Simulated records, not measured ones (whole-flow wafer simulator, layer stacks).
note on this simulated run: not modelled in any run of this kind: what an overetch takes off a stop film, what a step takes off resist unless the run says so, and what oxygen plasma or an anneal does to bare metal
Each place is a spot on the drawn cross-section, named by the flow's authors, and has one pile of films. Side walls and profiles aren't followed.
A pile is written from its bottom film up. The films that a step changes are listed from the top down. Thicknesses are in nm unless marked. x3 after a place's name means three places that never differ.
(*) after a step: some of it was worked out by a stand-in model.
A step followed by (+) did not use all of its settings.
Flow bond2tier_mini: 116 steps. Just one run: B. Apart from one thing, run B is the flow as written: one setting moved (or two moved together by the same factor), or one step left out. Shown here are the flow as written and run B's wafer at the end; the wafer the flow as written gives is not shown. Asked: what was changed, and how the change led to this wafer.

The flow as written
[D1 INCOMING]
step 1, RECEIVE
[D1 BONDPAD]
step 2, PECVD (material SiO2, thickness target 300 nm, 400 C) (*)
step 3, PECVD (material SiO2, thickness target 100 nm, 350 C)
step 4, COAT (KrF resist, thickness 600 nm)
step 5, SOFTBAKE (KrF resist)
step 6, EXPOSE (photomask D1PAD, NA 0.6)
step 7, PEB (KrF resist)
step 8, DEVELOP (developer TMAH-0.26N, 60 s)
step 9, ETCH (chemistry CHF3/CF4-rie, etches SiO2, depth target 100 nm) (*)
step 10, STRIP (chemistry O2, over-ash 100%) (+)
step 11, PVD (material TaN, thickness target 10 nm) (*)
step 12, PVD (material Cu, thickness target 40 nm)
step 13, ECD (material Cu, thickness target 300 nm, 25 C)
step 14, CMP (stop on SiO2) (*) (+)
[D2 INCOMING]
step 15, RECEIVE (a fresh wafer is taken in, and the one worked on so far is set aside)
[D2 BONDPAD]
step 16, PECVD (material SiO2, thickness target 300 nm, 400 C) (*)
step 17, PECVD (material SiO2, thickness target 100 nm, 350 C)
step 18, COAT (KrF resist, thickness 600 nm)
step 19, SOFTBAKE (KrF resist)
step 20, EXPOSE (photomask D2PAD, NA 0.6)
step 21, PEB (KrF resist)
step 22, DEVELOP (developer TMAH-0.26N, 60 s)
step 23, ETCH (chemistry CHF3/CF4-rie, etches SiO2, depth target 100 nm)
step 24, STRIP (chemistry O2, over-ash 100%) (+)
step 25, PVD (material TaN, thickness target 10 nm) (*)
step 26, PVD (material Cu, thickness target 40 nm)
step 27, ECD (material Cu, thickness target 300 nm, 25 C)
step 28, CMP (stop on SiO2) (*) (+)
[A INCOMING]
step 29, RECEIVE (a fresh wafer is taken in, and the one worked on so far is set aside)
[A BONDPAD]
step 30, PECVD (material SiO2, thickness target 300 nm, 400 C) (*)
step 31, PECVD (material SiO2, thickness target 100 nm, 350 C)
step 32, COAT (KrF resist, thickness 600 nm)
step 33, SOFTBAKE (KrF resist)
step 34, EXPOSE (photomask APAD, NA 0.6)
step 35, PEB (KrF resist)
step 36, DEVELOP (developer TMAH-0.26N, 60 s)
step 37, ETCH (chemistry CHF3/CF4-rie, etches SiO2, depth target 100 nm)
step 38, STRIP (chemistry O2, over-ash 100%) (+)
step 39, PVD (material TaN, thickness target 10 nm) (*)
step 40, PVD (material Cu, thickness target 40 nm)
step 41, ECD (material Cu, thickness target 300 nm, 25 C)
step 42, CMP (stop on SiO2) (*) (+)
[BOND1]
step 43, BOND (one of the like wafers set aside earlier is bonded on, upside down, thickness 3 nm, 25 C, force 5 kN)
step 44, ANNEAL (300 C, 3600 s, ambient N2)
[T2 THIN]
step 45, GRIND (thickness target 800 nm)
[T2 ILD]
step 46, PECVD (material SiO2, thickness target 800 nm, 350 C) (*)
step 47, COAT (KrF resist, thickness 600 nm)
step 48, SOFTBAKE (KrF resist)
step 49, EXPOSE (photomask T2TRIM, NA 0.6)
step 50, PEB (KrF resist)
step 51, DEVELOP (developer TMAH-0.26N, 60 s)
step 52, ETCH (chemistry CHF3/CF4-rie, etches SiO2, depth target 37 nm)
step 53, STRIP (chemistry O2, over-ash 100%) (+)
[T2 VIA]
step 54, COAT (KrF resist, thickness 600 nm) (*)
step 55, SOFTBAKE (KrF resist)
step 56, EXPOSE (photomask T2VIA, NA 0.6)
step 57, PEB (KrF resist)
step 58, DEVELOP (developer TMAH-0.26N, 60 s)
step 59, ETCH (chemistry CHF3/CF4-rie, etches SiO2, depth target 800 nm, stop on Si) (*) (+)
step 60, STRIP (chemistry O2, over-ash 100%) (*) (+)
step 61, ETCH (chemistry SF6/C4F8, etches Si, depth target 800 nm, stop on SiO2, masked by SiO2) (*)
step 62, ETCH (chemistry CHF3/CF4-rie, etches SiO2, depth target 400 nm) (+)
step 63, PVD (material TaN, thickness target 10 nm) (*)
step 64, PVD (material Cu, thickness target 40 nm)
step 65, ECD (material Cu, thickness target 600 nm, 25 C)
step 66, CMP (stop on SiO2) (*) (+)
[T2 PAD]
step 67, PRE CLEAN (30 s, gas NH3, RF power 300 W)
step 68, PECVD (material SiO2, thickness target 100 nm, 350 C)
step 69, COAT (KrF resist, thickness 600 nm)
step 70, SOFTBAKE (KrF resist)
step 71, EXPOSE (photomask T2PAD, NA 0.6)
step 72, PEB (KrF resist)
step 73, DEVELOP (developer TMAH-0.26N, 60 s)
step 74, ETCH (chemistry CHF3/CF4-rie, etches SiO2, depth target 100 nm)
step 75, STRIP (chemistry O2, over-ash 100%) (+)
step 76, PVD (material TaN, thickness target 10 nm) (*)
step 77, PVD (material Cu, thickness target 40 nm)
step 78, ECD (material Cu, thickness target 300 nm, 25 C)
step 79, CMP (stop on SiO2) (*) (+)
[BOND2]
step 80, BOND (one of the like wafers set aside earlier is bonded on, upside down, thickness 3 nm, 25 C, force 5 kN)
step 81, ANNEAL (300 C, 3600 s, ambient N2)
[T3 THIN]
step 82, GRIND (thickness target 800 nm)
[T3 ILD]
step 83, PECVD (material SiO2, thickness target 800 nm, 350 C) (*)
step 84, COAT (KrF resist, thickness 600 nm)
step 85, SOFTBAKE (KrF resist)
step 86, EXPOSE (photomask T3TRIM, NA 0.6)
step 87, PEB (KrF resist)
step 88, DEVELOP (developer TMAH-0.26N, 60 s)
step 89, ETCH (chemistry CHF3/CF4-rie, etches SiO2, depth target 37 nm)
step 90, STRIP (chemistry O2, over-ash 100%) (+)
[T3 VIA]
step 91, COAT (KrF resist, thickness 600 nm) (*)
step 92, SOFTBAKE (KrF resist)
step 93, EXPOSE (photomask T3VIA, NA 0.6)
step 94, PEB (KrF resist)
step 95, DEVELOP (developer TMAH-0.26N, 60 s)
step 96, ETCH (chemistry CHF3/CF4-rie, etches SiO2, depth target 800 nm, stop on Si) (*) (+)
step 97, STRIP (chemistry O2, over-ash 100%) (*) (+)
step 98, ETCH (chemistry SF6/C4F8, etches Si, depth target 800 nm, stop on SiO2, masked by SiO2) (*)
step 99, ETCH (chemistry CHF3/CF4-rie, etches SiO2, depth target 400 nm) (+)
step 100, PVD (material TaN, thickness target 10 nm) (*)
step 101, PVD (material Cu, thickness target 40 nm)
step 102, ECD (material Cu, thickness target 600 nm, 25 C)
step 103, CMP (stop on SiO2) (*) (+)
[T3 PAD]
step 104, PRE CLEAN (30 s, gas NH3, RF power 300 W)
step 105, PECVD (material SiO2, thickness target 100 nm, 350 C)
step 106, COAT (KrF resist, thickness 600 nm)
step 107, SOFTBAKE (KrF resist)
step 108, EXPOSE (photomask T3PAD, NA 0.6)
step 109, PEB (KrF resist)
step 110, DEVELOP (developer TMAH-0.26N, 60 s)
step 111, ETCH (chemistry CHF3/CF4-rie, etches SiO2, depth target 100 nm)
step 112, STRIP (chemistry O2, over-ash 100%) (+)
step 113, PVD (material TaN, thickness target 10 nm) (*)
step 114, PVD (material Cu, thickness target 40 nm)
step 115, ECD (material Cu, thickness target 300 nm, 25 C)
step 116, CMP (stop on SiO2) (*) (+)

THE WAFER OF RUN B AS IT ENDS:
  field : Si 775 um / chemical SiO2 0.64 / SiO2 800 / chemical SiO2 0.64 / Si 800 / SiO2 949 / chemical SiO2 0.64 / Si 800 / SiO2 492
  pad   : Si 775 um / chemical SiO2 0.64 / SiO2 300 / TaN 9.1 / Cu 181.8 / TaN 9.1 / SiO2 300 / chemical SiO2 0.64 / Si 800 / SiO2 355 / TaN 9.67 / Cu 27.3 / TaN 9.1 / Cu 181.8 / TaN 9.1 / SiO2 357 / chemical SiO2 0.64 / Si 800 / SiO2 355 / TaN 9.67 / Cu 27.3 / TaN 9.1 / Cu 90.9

The reason: step 17, PECVD: thickness target 157 nm was run, while the flow as written has thickness target 100 nm.

The path from the change to this, step by step:
  step 17, PECVD (material SiO2, thickness target 100 nm, 350 C)
      field, pad, via: SiO2 gains 157 (in the flow as written it would be: SiO2 gains 100)
  step 80, BOND (one of the like wafers set aside earlier is bonded on, upside down, thickness 3 nm, 25 C, force 5 kN)
      field: Si gains 775 um (new film), chemical SiO2 gains 0.64 (new film), SiO2 gains 457 (in the flow as written it would be: Si gains 775 um (new film), chemical SiO2 gains 0.64 (new film), SiO2 gains 400)
      pad: Si gains 775 um (new film), chemical SiO2 gains 0.64 (new film), SiO2 gains 357 (new film), TaN gains 9.1 (new film), Cu gains 90.9 (in the flow as written it would be: Si gains 775 um (new film), chemical SiO2 gains 0.64 (new film), SiO2 gains 300 (new film), TaN gains 9.1 (new film), Cu gains 90.9)
